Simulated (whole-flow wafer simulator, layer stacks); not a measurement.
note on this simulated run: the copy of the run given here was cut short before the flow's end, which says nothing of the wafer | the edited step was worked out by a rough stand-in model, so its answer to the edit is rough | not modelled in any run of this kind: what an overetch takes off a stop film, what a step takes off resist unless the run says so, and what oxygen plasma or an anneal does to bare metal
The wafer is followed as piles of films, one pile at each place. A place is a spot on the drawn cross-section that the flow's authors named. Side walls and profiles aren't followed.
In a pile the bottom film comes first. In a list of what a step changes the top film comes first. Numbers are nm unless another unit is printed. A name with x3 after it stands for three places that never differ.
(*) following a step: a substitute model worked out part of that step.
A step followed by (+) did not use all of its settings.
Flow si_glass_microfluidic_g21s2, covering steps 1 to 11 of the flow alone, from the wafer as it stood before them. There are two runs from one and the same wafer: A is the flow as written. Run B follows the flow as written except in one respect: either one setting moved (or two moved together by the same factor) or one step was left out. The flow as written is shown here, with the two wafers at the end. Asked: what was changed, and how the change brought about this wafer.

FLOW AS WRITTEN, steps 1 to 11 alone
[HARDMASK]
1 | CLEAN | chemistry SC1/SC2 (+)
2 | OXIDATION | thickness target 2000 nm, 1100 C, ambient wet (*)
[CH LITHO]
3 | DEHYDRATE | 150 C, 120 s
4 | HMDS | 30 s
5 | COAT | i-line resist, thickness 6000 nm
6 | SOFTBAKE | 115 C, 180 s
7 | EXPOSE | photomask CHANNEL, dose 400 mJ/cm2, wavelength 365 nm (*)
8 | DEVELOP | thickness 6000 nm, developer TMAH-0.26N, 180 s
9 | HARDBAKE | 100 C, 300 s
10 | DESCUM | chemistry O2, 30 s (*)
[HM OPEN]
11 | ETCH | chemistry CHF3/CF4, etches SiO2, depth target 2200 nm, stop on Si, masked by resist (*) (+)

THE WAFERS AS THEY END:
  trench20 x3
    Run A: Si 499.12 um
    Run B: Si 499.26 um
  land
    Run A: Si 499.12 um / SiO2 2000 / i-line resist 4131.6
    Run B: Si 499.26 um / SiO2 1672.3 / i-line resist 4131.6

The reason: step 2, OXIDATION: 1045 C was run, while the flow as written has 1100 C.

The path from the change to this, step by step:
  2 | OXIDATION | thickness target 2000 nm, 1100 C, ambient wet (*)
      land, trench20 x3: A SiO2 gains 2000 (new film), chemical SiO2 loses 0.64 (all of it), Si loses 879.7 | B SiO2 gains 1672.3 (new film), chemical SiO2 loses 0.64 (all of it), Si loses 735.5
  11 | ETCH | chemistry CHF3/CF4, etches SiO2, depth target 2200 nm, stop on Si, masked by resist (*) (+)
      trench20 x3: A SiO2 loses 2000 (all of it) | B SiO2 loses 1672.3 (all of it)
